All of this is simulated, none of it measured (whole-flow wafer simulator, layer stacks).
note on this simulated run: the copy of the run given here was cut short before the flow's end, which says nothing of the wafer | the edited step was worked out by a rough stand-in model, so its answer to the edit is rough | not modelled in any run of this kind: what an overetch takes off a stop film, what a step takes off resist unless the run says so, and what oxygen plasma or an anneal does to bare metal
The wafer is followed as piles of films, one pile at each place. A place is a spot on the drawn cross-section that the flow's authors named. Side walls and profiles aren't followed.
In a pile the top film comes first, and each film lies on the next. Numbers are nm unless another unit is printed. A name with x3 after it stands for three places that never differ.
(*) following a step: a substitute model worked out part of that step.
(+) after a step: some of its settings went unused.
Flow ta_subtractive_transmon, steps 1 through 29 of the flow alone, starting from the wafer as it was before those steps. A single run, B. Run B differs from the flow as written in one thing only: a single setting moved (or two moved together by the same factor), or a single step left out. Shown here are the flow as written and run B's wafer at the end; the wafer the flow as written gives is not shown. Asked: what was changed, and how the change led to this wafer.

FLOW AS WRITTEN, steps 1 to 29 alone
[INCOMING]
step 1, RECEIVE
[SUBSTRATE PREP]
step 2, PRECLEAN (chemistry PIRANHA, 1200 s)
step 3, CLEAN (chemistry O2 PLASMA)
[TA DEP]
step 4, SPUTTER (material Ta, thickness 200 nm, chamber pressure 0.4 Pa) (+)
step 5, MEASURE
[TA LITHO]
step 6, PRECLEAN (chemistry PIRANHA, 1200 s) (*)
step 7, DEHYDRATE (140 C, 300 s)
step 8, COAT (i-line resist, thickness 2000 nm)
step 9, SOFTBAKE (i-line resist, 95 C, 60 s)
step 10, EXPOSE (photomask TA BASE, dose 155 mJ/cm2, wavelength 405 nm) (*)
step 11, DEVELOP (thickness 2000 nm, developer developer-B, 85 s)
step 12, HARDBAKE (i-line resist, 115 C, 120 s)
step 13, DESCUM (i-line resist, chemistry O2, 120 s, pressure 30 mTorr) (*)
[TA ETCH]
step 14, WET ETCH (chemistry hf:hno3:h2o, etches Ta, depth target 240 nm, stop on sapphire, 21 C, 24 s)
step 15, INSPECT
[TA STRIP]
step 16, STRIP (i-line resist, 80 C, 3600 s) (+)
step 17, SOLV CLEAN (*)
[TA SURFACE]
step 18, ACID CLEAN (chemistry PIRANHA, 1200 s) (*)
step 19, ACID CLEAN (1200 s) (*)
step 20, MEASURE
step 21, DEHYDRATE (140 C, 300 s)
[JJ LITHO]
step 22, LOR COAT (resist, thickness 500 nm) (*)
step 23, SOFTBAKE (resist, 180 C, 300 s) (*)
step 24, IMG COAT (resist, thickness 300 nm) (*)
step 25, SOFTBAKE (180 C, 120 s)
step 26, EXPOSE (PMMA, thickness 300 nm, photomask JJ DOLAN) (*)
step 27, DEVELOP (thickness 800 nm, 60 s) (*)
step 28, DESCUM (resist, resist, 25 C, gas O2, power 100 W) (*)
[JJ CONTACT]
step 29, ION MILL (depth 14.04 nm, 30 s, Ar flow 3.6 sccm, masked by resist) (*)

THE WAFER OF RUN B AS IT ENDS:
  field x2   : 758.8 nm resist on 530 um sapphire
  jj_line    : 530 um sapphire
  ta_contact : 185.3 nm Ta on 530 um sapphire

The reason: step 29, ION MILL: 45.8 s was run, while the flow as written has 30 s.

How this came from the change, step by step:
  step 29, ION MILL (depth 14.04 nm, 30 s, Ar flow 3.6 sccm, masked by resist) (*)
      field x2, ta_pad: resist loses 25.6 (as written it would have been: resist loses 16.8)
      jj_line, lead: sapphire loses 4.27 (as written it would have been: sapphire loses 2.8)
      (as well as at 1 more place)
